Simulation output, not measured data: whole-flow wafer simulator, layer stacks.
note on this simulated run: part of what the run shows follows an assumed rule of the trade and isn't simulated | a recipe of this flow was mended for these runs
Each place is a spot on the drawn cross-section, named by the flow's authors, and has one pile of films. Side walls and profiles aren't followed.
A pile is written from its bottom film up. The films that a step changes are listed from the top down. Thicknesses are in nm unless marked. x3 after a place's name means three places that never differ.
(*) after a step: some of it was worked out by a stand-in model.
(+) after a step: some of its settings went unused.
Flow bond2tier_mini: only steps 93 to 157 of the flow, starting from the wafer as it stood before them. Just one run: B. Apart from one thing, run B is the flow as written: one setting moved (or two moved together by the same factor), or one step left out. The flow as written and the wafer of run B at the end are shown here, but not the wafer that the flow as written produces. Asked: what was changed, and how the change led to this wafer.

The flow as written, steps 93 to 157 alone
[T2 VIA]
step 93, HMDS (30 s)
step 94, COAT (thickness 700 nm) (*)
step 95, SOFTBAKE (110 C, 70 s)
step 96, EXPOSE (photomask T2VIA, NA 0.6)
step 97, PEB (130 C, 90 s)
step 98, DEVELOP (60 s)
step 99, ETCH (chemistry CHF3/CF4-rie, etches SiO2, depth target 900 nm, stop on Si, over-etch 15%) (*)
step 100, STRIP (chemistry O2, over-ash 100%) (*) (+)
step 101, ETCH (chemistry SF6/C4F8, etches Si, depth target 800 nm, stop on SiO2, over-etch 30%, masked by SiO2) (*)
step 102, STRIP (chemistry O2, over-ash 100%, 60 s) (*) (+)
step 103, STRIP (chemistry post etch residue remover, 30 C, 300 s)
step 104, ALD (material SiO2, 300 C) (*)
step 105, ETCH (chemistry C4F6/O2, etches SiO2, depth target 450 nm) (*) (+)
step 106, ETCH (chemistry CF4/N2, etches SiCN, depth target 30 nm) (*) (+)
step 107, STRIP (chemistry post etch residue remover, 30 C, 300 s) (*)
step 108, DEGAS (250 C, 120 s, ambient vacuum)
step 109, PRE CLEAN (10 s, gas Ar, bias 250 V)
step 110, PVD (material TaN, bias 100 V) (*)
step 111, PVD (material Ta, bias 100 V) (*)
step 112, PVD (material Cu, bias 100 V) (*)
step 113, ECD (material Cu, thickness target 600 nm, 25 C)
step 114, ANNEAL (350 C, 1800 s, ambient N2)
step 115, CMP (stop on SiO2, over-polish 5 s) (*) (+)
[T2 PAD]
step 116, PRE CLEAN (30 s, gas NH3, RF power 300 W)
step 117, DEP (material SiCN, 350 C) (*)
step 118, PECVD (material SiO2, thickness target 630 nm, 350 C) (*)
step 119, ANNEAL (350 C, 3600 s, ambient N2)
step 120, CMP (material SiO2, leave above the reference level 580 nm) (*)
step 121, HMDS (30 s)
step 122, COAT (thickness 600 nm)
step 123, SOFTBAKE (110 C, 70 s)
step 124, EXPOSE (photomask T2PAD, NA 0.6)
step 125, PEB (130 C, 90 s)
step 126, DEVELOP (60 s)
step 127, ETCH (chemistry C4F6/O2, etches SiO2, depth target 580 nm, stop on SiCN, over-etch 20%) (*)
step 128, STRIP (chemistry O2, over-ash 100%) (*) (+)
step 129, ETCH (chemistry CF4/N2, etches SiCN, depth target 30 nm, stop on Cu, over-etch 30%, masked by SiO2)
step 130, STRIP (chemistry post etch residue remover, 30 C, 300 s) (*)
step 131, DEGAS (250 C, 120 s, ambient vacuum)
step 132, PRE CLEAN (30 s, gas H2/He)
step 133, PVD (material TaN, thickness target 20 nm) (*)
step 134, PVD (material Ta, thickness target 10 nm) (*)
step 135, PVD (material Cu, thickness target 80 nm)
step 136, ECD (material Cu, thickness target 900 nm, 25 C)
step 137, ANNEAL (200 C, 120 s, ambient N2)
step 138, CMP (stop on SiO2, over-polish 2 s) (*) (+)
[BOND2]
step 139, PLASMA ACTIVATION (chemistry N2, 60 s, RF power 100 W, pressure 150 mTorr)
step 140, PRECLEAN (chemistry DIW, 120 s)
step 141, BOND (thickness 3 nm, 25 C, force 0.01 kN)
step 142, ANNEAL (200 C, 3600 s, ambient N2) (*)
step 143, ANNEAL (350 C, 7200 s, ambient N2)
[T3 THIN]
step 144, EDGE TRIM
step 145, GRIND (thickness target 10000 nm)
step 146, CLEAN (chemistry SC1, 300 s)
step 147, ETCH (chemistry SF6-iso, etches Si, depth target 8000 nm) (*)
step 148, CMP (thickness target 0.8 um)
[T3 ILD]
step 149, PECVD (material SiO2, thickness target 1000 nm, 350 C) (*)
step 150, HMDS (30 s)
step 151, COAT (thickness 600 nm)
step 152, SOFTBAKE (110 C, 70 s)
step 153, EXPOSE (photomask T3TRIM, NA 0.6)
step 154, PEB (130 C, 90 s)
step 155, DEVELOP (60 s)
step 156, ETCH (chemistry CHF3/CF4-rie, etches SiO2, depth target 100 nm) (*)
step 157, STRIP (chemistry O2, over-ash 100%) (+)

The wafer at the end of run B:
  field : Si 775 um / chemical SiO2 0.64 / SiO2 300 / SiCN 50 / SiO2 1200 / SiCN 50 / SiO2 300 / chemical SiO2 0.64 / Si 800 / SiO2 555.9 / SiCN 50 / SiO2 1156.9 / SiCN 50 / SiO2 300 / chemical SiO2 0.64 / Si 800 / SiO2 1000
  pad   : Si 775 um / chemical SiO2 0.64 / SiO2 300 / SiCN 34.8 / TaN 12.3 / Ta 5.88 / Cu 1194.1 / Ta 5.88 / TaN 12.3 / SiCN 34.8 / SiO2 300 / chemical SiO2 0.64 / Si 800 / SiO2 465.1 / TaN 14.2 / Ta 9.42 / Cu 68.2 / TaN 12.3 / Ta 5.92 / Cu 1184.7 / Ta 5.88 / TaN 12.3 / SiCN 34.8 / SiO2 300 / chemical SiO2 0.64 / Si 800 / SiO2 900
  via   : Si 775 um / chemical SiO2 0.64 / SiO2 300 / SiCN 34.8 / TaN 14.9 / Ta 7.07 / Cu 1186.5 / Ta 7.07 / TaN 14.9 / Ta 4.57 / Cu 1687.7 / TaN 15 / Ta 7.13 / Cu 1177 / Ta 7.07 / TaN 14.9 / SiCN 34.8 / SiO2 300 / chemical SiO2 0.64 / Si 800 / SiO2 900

Cause: step 106, ETCH: depth target 32.5 nm was run, though the flow has depth target 30 nm.

Step by step, how the change led to this:
  step 106, ETCH (chemistry CF4/N2, etches SiCN, depth target 30 nm) (*) (+)
      field, pad: SiO2 loses 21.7 (in the flow as written it would be: SiO2 loses 20)
      via: SiCN loses 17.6 (all of it), TaN loses 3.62 (in the flow as written it would be: SiCN loses 17.6 (all of it), TaN loses 3.01)
